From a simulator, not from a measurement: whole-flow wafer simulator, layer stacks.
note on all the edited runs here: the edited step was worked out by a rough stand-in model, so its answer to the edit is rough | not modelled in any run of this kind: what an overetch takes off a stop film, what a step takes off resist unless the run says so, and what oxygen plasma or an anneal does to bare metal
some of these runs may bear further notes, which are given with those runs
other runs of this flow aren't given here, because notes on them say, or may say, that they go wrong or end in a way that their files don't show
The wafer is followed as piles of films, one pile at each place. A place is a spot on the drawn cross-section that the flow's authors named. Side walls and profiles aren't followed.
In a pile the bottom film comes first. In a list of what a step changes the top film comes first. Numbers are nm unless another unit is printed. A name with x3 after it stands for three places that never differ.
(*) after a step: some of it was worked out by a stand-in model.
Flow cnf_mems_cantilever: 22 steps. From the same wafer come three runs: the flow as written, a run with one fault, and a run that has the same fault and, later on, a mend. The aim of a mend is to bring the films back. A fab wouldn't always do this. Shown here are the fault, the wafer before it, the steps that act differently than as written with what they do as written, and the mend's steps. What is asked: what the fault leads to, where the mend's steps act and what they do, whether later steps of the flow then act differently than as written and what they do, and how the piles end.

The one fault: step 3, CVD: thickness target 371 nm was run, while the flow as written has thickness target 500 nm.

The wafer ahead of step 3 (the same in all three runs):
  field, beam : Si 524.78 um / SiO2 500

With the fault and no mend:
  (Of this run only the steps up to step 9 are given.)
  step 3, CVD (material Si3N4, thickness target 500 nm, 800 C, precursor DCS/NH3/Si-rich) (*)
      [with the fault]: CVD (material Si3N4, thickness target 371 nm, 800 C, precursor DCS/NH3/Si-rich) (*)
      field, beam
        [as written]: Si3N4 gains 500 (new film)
        [with the fault]: Si3N4 gains 371 (new film)
  None of the later steps of the flow up to step 9 acts differently than as written at any place that is followed.
  After step 9, at field, beam, the piles differ from the flow's by more than 2% or 0.5 nm, whichever is larger.
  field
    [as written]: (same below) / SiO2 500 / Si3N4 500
    [with the fault]: (same below) / SiO2 500 / Si3N4 371
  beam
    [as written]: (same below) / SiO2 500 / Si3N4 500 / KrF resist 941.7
    [with the fault]: (same below) / SiO2 500 / Si3N4 371 / KrF resist 941.7

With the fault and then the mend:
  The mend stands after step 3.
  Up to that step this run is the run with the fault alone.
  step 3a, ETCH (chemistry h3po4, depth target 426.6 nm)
      field, beam
        Si3N4 loses 371 (all of it)
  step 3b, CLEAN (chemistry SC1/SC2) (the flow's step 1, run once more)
      leaves every film unchanged at each place that is followed
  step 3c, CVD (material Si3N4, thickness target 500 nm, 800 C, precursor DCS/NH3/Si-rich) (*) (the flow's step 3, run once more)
      field, beam
        Si3N4 gains 500 (new film)
  None of the later steps of the flow acts differently than as written at any place that is followed.
  By the end, the piles equal the flow's at every place that both follow.
